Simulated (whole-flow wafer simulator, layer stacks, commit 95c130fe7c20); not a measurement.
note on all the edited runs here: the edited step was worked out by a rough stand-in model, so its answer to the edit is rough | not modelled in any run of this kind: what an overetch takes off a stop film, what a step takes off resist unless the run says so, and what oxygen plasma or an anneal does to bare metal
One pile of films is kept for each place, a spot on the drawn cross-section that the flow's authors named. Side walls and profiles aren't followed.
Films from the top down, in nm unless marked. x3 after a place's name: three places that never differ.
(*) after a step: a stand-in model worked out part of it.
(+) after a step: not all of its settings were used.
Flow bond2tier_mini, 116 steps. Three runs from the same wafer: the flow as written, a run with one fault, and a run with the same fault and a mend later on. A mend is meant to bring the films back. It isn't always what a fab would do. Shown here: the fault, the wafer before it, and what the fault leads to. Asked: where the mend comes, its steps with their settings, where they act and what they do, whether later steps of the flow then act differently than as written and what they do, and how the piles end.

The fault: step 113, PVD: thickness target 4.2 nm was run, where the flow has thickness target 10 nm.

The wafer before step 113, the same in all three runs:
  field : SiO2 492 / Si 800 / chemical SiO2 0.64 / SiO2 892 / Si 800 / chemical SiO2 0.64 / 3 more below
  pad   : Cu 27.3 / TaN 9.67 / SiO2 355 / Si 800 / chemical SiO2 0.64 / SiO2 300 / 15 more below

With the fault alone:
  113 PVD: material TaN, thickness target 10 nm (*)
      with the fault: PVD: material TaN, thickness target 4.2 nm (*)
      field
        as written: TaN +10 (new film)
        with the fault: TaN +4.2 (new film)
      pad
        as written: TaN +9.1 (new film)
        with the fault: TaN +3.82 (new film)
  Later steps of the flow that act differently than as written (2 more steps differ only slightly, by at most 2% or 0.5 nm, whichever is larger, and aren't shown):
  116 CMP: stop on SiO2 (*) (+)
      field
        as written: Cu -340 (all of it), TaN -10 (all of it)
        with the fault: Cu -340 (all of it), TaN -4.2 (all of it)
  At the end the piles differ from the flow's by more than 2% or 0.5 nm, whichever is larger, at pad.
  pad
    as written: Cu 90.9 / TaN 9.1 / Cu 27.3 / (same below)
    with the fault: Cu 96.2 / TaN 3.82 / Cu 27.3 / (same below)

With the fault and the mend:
  The mend comes after step 113.
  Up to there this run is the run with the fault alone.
  113a PVD: material TaN, thickness target 5.8 nm (*) (the flow's step 113 once more, with other settings)
      field
        TaN +5.8
      pad
        TaN +5.28
  No later step of the flow acts differently than as written at any place that is followed.
  At the end the piles are the same as the flow's at every place that both follow.
